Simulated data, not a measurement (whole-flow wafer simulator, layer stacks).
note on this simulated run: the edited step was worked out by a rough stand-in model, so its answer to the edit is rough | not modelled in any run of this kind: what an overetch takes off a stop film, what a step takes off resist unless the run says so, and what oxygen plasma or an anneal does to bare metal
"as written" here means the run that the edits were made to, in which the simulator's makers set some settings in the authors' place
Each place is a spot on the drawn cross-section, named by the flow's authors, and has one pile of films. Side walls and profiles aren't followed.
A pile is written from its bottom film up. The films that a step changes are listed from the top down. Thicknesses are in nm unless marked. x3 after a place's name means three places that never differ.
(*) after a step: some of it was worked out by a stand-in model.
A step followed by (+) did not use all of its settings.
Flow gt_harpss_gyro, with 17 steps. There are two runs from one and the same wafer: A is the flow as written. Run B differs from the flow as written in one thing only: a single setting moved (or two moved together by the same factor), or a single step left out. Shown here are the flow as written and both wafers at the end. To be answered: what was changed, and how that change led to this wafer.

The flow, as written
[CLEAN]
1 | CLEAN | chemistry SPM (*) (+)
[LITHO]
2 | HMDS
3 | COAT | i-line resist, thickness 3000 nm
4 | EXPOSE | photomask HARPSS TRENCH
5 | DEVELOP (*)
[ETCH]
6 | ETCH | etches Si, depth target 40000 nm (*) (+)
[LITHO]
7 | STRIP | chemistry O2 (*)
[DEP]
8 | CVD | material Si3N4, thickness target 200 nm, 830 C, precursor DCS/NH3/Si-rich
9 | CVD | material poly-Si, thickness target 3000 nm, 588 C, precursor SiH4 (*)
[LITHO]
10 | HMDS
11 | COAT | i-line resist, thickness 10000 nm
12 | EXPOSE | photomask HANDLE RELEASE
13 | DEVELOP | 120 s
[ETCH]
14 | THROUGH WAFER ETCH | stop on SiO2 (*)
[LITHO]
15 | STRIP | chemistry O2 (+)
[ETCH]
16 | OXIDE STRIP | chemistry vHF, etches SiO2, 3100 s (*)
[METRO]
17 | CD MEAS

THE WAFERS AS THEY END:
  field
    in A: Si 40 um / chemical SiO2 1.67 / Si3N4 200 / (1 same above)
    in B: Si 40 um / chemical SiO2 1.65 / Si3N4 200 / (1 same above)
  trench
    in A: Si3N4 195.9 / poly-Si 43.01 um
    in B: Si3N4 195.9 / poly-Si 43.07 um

Cause: step 6, ETCH: depth target 49000 nm was run, whereas the flow has depth target 40000 nm.

The path from the change to this, step by step:
  6 | ETCH | etches Si, depth target 40000 nm (*) (+)
      trench: A -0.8 chemical SiO2 (all of it), -40 um Si (all of it) | B -0.8 chemical SiO2 (all of it), -40 um Si (all of it), -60 SiO2
      field: A -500 i-line resist | B -612.5 i-line resist
  7 | STRIP | chemistry O2 (*)
      field: A -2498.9 i-line resist (all of it), +0.87 chemical SiO2, -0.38 Si | B -2386.4 i-line resist (all of it), +0.85 chemical SiO2, -0.37 Si
  9 | CVD | material poly-Si, thickness target 3000 nm, 588 C, precursor SiH4 (*)
      trench: A +43.01 um poly-Si (new film) | B +43.07 um poly-Si (new film)
  16 | OXIDE STRIP | chemistry vHF, etches SiO2, 3100 s (*)
      trench: A under 2 films: -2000 SiO2 (all of it) | B under 2 films: -1940 SiO2 (all of it)
